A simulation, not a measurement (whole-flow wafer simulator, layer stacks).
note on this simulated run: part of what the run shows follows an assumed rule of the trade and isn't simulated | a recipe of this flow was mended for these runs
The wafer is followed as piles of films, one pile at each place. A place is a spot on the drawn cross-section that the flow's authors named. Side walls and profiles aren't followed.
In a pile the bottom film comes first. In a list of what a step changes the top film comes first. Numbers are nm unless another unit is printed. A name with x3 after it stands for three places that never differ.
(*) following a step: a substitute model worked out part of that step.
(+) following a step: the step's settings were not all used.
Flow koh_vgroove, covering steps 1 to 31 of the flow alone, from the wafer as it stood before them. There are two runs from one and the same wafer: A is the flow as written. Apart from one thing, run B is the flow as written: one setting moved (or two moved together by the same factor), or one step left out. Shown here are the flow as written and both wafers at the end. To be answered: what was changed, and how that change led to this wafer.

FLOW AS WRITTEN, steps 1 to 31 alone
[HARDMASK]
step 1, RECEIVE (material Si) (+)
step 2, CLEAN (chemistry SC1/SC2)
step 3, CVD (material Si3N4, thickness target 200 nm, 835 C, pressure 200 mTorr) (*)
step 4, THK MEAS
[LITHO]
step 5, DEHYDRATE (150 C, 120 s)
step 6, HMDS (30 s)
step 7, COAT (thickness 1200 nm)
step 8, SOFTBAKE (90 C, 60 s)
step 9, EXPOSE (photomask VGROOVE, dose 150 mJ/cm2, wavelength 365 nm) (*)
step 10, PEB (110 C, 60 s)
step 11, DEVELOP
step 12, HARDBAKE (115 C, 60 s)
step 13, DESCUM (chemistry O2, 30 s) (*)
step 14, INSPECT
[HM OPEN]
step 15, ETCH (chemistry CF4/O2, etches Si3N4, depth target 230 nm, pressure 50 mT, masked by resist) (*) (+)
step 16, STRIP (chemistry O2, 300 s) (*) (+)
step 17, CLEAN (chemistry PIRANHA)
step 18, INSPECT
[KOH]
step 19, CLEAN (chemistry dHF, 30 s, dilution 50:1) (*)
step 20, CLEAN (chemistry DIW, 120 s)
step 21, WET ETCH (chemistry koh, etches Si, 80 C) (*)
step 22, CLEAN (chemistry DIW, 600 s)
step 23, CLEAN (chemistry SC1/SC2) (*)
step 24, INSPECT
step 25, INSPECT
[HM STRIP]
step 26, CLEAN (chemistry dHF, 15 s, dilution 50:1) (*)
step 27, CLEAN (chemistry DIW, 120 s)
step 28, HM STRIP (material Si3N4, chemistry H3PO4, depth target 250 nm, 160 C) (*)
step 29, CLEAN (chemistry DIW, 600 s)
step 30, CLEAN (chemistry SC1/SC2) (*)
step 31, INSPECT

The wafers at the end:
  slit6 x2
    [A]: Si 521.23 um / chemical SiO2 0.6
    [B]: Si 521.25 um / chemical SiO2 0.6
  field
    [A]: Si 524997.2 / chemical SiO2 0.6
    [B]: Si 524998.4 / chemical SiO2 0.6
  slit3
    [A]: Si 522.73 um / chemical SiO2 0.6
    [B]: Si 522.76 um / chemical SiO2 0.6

The reason: step 3, CVD: thickness target 224 nm was run, whereas the flow has thickness target 200 nm.

Step by step, how the change led to this:
  step 3, CVD (material Si3N4, thickness target 200 nm, 835 C, pressure 200 mTorr) (*)
      field, slit3, slit2, slit6 x2: A Si3N4 gains 200 (new film) | B Si3N4 gains 224 (new film)
  step 15, ETCH (chemistry CF4/O2, etches Si3N4, depth target 230 nm, pressure 50 mT, masked by resist) (*) (+)
      slit3, slit2, slit6 x2: A Si3N4 loses 200 (all of it), chemical SiO2 loses 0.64 (all of it), Si loses 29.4 | B Si3N4 loses 224 (all of it), chemical SiO2 loses 0.64 (all of it), Si loses 5.36
  step 28, HM STRIP (material Si3N4, chemistry H3PO4, depth target 250 nm, 160 C) (*)
      field: A Si3N4 loses 198.7 (all of it), chemical SiO2 loses 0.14, Si loses 2.75 | B Si3N4 loses 222.7 (all of it), chemical SiO2 loses 0.14, Si loses 1.55
